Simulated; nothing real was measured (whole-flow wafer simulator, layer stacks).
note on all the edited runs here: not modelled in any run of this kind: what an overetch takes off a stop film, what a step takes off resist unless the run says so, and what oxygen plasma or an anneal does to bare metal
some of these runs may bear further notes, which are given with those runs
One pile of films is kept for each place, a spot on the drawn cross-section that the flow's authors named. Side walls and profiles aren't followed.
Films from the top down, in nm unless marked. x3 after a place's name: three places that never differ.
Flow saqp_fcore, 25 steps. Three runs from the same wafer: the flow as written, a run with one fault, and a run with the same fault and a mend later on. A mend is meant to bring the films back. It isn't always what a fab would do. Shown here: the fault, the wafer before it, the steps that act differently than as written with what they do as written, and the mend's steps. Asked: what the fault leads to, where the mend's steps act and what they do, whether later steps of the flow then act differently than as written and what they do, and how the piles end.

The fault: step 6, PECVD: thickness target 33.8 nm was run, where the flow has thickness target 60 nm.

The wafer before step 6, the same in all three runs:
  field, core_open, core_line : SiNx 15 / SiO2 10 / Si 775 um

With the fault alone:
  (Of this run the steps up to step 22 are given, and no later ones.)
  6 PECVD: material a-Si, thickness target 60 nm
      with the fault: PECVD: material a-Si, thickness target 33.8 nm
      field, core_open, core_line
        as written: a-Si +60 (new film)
        with the fault: a-Si +33.8 (new film)
  No later step of the flow up to step 22 acts differently than as written at any place that is followed.
  After step 22 the piles differ from the flow's by more than 2% or 0.5 nm, whichever is larger, at field, core_open, core_line.
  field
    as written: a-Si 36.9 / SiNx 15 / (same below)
    with the fault: a-Si 10.7 / SiNx 15 / (same below)
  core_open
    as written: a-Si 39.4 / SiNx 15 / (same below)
    with the fault: a-Si 13.2 / SiNx 15 / (same below)
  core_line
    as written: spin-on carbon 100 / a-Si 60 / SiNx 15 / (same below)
    with the fault: spin-on carbon 100 / a-Si 33.8 / SiNx 15 / (same below)

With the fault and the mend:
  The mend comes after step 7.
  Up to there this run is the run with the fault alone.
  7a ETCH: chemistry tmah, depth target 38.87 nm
      field, core_open, core_line
        a-Si -33.8 (all of it)
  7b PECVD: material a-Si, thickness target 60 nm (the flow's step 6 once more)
      field, core_open, core_line
        a-Si +60 (new film)
  No later step of the flow acts differently than as written at any place that is followed.
  At the end the piles are the same as the flow's at every place that both follow.
